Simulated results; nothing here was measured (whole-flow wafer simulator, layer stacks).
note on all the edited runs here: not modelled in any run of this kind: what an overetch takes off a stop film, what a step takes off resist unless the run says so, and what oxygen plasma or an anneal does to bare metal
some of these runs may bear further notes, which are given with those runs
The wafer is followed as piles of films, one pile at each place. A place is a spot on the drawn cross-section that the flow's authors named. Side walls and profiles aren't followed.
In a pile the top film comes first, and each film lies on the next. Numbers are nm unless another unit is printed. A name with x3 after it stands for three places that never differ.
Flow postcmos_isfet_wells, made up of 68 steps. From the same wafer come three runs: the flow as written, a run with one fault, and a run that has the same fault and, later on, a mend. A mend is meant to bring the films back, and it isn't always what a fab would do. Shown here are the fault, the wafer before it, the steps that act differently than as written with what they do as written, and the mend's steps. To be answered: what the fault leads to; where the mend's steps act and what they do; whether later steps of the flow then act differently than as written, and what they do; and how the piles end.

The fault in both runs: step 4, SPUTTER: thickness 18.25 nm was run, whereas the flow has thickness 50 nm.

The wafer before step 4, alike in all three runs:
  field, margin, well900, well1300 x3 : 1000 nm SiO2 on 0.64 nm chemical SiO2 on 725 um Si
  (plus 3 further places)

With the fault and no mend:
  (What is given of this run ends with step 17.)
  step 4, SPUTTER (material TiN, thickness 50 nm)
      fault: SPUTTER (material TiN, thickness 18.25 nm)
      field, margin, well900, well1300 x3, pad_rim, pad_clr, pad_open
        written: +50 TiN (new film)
        fault: +18.2 TiN (new film)
  Later steps of the flow up to step 17 that are run all act as written at every place that is followed.
  After step 17, at field, margin, well900, well1300 x3, pad_rim, pad_clr, pad_open, the piles differ from the flow's by more than 2% or 0.5 nm, whichever is larger.
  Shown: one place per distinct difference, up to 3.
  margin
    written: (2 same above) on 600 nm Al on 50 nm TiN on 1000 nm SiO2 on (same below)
    fault: (2 same above) on 600 nm Al on 18.2 nm TiN on 1000 nm SiO2 on (same below)
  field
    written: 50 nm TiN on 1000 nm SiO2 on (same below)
    fault: 18.2 nm TiN on 1000 nm SiO2 on (same below)

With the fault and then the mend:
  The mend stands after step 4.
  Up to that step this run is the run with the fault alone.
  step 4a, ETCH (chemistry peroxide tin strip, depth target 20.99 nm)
      field, margin, well900, well1300 x3, pad_rim, pad_clr, pad_open
        -18.2 TiN (all of it)
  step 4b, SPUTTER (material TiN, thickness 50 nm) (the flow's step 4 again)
      field, margin, well900, well1300 x3, pad_rim, pad_clr, pad_open
        +50 TiN (new film)
  Later steps of the flow that are run all act as written at every place that is followed.
  At every place that both follow, the piles at the end match the flow's.
